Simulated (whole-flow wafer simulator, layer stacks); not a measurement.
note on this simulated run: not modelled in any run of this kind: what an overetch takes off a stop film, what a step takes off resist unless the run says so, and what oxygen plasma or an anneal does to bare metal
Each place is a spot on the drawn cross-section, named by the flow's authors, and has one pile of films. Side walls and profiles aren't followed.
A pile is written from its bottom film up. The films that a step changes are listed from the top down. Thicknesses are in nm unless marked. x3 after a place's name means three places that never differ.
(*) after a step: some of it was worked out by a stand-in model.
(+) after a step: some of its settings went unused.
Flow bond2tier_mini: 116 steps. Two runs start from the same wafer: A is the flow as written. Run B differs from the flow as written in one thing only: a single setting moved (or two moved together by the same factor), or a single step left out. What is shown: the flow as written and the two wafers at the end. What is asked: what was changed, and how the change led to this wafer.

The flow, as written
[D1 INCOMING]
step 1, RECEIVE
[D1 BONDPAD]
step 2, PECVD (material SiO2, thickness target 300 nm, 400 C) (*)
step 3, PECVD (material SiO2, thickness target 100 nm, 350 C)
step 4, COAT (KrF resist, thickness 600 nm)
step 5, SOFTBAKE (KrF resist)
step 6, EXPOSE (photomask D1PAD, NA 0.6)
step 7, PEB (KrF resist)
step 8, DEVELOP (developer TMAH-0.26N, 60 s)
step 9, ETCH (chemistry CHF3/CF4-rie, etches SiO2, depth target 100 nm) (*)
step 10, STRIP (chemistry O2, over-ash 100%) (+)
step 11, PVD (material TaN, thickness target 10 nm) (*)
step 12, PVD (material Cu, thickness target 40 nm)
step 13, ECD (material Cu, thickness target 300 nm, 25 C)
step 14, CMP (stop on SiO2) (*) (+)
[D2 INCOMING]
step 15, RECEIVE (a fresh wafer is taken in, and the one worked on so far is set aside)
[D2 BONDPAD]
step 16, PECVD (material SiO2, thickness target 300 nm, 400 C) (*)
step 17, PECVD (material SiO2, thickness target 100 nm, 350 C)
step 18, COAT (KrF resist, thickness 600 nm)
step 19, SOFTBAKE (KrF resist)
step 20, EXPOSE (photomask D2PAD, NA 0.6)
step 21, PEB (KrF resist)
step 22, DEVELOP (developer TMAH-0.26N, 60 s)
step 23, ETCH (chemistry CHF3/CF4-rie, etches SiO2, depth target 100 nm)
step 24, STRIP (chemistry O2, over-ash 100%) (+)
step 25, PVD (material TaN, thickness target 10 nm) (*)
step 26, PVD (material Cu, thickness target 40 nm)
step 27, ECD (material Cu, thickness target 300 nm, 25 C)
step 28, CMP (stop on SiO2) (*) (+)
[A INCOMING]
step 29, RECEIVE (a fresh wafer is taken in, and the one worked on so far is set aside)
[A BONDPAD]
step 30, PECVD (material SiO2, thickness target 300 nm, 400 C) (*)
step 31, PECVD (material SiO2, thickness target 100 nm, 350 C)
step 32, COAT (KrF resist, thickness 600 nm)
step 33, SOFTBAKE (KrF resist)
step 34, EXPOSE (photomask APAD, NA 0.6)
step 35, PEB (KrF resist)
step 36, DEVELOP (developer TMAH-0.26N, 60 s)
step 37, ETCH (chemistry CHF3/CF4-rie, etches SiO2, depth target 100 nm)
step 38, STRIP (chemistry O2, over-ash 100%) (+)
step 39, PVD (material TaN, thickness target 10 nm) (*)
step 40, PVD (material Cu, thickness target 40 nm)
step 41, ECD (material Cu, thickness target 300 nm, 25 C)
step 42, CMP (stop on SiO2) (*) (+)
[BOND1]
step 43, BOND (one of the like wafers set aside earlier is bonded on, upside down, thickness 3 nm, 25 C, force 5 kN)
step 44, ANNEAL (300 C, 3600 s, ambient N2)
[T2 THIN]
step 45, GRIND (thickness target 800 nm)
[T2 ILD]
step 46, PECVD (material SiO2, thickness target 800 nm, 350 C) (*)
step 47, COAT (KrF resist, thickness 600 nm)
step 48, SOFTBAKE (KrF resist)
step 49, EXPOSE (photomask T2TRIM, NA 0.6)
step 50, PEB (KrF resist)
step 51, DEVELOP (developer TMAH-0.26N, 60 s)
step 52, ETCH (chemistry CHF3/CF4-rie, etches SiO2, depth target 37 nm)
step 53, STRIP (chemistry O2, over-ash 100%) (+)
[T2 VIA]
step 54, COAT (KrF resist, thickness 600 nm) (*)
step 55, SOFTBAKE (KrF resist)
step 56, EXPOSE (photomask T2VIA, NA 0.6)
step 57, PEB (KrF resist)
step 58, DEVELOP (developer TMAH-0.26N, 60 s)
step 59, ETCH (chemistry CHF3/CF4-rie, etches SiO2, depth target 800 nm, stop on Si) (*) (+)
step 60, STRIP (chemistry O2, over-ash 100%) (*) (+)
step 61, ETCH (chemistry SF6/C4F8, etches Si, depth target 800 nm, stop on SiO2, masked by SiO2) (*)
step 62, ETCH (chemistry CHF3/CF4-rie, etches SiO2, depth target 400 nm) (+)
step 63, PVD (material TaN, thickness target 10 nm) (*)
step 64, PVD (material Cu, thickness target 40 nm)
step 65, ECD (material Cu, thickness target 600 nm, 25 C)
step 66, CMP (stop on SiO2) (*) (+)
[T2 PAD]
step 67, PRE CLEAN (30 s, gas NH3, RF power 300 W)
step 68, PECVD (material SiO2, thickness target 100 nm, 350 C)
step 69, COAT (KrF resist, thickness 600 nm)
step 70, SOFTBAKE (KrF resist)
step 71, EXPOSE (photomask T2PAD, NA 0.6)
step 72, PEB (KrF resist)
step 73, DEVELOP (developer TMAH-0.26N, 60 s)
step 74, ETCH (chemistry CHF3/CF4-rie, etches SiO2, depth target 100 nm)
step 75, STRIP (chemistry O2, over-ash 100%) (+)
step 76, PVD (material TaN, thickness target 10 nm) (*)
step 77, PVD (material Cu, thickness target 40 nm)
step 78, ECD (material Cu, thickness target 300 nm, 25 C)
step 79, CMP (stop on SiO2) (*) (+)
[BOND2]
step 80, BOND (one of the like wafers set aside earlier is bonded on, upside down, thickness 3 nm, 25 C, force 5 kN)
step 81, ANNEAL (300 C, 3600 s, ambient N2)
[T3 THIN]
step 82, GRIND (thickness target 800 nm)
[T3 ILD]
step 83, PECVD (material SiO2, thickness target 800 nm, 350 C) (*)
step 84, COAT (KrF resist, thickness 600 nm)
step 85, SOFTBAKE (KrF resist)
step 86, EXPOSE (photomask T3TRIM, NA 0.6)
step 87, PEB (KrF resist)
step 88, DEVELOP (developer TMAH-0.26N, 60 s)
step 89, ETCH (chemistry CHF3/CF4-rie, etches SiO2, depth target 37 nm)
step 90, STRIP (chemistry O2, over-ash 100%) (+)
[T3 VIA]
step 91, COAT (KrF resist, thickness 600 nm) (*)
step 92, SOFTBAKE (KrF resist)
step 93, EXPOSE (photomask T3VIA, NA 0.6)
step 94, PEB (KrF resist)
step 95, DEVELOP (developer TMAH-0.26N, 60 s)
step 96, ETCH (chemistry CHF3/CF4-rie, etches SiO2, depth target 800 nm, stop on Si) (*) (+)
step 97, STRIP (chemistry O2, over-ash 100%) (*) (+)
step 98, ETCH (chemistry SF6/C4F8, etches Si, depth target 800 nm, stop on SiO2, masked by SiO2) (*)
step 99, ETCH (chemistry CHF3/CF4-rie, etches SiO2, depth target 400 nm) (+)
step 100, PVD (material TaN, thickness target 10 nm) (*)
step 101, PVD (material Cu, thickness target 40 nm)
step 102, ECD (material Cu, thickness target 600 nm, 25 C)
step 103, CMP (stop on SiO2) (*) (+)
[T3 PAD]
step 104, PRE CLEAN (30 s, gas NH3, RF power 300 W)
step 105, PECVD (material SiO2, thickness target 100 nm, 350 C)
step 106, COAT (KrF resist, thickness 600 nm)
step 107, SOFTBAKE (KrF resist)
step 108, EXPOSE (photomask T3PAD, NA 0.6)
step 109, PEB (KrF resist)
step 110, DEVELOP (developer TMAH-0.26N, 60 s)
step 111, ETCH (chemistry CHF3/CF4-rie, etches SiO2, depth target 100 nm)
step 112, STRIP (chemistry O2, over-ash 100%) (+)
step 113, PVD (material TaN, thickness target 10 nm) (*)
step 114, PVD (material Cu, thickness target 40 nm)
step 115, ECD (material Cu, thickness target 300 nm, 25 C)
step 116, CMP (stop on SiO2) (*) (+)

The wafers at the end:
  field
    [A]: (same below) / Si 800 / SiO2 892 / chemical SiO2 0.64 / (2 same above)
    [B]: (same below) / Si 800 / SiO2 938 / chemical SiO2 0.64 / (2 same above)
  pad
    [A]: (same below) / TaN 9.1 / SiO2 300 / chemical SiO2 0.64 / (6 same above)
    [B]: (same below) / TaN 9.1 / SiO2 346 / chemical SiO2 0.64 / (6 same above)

The reason: step 17, PECVD: thickness target 146 nm was run, though the flow has thickness target 100 nm.

How this came from the change, step by step:
  step 17, PECVD (material SiO2, thickness target 100 nm, 350 C)
      field, pad, via: A SiO2 gains 100 | B SiO2 gains 146
  step 80, BOND (one of the like wafers set aside earlier is bonded on, upside down, thickness 3 nm, 25 C, force 5 kN)
      field: A Si gains 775 um (new film), chemical SiO2 gains 0.64 (new film), SiO2 gains 400 | B Si gains 775 um (new film), chemical SiO2 gains 0.64 (new film), SiO2 gains 446
      pad: A Si gains 775 um (new film), chemical SiO2 gains 0.64 (new film), SiO2 gains 300 (new film), TaN gains 9.1 (new film), Cu gains 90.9 | B Si gains 775 um (new film), chemical SiO2 gains 0.64 (new film), SiO2 gains 346 (new film), TaN gains 9.1 (new film), Cu gains 90.9
